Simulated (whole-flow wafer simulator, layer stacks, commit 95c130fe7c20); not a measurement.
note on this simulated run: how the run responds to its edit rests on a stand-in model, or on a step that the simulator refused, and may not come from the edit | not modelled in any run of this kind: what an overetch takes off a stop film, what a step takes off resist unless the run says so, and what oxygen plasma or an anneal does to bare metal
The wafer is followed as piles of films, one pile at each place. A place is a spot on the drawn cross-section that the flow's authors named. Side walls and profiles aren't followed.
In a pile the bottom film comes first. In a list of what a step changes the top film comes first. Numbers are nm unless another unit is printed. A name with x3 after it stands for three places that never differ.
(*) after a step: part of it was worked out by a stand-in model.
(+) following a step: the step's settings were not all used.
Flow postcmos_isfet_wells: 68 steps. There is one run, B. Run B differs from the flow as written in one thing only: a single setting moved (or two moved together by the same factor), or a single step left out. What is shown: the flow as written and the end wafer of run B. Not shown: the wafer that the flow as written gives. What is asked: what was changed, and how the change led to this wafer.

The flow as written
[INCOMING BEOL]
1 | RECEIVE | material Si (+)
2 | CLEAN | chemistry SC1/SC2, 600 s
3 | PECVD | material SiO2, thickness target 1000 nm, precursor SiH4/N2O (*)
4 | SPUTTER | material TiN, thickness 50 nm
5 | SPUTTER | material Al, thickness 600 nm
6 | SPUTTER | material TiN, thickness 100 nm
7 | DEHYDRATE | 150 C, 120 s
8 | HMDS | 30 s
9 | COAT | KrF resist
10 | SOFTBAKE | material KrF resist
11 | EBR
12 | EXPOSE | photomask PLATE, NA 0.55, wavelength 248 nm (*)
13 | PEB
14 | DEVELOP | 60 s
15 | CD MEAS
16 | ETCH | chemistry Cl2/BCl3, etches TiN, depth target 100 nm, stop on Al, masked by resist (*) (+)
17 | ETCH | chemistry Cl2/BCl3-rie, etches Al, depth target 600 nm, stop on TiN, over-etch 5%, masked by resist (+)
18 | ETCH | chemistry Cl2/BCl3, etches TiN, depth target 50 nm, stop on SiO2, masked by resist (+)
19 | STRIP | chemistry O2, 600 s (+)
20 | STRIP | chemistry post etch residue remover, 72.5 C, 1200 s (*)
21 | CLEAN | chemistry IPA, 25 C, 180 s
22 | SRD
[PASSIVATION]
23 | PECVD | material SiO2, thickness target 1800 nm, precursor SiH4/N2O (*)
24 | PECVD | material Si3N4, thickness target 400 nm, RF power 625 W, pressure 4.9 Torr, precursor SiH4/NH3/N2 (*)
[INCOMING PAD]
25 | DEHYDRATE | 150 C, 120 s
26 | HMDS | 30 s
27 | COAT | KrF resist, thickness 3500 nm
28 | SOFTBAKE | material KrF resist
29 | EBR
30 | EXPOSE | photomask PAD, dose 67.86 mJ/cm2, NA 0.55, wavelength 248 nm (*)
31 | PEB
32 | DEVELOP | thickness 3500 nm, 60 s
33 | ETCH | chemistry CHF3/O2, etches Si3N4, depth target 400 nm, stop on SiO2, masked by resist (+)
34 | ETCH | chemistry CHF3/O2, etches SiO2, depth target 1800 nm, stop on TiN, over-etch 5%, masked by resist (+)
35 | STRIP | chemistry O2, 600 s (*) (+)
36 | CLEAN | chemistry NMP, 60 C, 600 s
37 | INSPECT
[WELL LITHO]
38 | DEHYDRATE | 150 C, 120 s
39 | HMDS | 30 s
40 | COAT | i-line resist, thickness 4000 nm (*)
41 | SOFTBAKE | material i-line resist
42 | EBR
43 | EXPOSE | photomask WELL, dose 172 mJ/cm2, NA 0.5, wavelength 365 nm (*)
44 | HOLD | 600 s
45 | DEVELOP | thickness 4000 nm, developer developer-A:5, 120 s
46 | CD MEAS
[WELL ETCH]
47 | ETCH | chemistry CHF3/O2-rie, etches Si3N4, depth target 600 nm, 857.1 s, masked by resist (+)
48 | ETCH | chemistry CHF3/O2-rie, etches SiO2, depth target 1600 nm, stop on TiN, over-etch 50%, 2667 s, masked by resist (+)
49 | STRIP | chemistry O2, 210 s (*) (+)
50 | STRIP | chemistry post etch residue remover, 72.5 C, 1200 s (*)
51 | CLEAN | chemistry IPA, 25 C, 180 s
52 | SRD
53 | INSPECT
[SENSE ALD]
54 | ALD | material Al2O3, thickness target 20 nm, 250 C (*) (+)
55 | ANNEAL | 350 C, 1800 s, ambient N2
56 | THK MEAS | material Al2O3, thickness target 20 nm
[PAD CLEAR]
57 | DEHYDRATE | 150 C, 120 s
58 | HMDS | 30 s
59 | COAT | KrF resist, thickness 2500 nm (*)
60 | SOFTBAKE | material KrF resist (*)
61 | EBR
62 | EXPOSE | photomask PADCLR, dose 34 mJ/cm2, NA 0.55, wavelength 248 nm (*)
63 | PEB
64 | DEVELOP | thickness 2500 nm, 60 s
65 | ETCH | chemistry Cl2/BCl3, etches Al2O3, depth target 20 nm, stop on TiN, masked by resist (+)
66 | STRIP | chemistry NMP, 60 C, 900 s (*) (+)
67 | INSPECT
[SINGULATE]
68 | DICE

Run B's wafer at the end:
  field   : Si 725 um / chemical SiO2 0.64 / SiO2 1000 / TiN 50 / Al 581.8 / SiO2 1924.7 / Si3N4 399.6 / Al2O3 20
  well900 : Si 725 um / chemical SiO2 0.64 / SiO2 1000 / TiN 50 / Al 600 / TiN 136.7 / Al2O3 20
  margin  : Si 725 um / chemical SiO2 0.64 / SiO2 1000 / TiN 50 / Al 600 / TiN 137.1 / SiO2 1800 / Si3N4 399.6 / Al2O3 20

What caused this: step 6, SPUTTER: thickness 137.5 nm was run, though the flow has thickness 100 nm.

Step by step, how the change led to this:
  6 | SPUTTER | material TiN, thickness 100 nm
      field, margin, well900 and 6 more: +137.5 TiN (new film) (it would be, as written: +100 TiN (new film))
  16 | ETCH | chemistry Cl2/BCl3, etches TiN, depth target 100 nm, stop on Al, masked by resist (*) (+)
      field: -100 TiN (it would be, as written: -100 TiN (all of it))
  17 | ETCH | chemistry Cl2/BCl3-rie, etches Al, depth target 600 nm, stop on TiN, over-etch 5%, masked by resist (+)
      field: nothing (it would be, as written: -600 Al (all of it))
  18 | ETCH | chemistry Cl2/BCl3, etches TiN, depth target 50 nm, stop on SiO2, masked by resist (+)
      field: -37.5 TiN (all of it), -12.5 Al (it would be, as written: -50 TiN (all of it))
  20 | STRIP | chemistry post etch residue remover, 72.5 C, 1200 s (*)
      field: -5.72 Al (it would be, as written: nothing)
  23 | PECVD | material SiO2, thickness target 1800 nm, precursor SiH4/N2O (*)
      field: +1924.7 SiO2 (new film) (it would be, as written: +1800 SiO2 (new film), +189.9 void (new film), +559.7 SiO2)
With metal films that touch counted as one body, field has 1 body; the flow as written gives 0 bodies.
